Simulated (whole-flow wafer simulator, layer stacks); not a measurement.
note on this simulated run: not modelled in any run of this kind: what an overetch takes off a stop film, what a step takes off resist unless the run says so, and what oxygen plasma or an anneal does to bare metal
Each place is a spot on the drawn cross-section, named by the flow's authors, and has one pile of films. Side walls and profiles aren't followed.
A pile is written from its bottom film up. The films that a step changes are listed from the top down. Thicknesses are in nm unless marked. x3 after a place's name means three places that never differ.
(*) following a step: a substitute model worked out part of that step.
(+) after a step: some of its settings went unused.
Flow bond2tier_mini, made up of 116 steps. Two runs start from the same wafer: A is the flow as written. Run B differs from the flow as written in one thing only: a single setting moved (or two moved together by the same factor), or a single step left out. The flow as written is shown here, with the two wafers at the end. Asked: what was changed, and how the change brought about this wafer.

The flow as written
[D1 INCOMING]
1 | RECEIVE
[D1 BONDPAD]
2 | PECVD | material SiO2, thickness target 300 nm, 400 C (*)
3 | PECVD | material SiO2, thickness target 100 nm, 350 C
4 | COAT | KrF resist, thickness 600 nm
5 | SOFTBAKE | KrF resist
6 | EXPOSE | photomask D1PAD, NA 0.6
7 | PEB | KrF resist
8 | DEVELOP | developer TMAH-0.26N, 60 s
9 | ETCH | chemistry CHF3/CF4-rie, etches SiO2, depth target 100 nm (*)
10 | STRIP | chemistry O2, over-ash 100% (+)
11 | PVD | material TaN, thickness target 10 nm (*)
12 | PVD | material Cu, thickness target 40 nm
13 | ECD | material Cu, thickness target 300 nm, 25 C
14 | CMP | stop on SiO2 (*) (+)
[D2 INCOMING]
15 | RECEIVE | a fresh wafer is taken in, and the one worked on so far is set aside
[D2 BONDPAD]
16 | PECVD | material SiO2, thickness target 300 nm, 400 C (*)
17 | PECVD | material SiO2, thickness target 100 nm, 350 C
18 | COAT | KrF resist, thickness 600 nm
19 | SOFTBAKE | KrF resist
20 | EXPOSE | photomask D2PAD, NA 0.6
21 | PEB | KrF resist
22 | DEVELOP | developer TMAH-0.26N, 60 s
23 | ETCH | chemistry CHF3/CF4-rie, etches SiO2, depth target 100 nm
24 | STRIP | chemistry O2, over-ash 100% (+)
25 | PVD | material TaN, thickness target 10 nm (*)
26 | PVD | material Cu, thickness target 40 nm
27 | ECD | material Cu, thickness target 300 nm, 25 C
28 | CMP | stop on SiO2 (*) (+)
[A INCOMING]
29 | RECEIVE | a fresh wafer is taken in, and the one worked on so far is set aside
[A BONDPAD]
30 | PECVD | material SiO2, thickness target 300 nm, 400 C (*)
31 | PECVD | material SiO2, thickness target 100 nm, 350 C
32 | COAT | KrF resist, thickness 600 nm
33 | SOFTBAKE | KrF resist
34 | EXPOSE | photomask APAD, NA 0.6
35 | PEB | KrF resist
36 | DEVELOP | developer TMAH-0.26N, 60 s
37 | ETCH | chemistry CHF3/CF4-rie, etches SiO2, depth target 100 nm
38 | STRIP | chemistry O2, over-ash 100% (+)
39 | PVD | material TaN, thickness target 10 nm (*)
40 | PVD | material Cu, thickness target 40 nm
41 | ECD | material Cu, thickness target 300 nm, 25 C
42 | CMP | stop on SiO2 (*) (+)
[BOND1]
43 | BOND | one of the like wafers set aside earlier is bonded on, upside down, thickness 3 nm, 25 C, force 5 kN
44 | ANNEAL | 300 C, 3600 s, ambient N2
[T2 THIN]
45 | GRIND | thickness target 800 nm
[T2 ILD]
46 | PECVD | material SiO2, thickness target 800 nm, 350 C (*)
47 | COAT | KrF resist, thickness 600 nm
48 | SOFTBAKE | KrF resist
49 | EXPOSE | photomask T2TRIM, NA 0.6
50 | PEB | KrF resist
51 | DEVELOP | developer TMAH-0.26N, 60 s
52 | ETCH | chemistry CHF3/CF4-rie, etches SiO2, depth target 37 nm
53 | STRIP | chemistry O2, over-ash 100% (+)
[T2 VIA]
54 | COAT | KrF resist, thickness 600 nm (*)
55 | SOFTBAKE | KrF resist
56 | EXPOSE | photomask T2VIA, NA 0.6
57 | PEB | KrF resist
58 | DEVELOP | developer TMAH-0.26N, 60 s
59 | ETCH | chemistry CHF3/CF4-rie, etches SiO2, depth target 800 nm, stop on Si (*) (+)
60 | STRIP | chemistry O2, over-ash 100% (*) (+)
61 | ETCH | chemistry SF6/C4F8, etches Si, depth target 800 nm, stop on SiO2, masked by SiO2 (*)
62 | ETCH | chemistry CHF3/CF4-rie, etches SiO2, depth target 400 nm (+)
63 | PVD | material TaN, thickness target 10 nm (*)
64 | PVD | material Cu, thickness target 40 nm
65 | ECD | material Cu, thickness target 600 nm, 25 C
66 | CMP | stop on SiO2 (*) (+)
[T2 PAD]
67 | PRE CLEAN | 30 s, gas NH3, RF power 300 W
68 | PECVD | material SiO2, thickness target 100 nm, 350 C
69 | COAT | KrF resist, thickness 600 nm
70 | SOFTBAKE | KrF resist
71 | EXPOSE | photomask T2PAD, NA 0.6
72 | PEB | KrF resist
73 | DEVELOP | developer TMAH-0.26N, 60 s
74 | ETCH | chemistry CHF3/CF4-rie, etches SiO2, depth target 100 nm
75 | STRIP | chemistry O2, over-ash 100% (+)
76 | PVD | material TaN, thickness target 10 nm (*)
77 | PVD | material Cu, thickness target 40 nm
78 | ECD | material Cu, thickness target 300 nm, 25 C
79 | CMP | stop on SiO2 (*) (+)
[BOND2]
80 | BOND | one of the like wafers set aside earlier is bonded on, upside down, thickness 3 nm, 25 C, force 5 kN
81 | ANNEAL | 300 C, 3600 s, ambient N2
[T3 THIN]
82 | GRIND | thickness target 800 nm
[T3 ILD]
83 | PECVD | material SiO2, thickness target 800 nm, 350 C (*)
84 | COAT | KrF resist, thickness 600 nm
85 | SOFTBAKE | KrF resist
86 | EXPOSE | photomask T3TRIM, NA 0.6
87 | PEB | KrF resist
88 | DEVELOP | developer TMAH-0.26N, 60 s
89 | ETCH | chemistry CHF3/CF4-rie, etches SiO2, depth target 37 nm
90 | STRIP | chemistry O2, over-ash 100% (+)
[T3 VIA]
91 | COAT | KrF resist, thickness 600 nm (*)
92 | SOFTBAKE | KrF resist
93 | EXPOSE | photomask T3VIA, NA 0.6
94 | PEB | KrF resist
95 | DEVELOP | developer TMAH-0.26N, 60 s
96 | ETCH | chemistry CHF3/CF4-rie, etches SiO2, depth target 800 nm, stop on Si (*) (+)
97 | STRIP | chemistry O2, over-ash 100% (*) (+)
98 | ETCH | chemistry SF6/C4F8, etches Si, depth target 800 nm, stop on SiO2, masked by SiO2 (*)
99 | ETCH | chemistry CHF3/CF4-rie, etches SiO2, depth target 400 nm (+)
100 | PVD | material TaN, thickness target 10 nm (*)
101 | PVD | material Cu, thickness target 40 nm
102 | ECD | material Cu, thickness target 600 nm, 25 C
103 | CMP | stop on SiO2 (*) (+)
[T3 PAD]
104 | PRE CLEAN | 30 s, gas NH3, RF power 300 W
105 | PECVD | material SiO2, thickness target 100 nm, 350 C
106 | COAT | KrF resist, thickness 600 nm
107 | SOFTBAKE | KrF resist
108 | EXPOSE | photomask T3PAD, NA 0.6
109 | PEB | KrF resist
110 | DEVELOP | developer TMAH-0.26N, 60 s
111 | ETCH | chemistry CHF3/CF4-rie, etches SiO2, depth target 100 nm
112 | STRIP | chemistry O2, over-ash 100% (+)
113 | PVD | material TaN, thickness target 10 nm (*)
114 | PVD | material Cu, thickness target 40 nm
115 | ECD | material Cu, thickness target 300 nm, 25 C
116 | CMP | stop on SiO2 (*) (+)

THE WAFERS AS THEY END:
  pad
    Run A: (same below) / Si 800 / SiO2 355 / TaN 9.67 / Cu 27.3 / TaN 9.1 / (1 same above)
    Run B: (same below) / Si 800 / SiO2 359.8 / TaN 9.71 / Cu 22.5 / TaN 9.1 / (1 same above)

Cause: step 89, ETCH: depth target 32.2 nm was run, while the flow as written has depth target 37 nm.

The path from the change to this, step by step:
  89 | ETCH | chemistry CHF3/CF4-rie, etches SiO2, depth target 37 nm
      field: A KrF resist loses 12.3 | B KrF resist loses 10.7
      pad: A SiO2 loses 37 | B SiO2 loses 32.2
